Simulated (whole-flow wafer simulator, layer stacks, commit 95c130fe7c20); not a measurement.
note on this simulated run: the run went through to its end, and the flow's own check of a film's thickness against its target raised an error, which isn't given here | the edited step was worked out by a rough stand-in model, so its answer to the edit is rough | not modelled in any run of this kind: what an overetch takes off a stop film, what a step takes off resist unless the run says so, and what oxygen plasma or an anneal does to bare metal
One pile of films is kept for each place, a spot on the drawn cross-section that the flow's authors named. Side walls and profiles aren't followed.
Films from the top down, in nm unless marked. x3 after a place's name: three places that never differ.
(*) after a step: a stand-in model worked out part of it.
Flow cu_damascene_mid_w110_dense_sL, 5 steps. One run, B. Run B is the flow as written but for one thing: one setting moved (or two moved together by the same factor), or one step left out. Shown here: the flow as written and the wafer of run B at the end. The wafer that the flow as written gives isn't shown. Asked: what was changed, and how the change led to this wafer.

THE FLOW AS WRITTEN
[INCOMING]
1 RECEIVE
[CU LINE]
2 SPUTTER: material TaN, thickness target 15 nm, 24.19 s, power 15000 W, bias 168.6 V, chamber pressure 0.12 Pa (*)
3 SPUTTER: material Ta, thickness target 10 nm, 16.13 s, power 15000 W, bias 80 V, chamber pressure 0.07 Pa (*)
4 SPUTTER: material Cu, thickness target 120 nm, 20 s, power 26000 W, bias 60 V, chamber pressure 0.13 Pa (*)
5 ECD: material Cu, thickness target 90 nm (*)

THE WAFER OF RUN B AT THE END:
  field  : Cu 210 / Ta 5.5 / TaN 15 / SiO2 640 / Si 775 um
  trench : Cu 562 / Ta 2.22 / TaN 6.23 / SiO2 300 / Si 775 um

The cause: step 3, SPUTTER: thickness target 5.5 nm was run, where the flow has thickness target 10 nm; step 3, SPUTTER: 8.87 s was run, where the flow has 16.13 s.
It can be read off the wafer: field has Ta 5.5, and step 3 as written asks for 10 nm.

How the change led to this, step by step:
  3 SPUTTER: material Ta, thickness target 10 nm, 16.13 s, power 15000 W, bias 80 V, chamber pressure 0.07 Pa (*)
      field: Ta +5.5 (new film) (as written it would be: Ta +10 (new film))
      trench: Ta +2.22 (new film) (as written it would be: Ta +4.05 (new film))
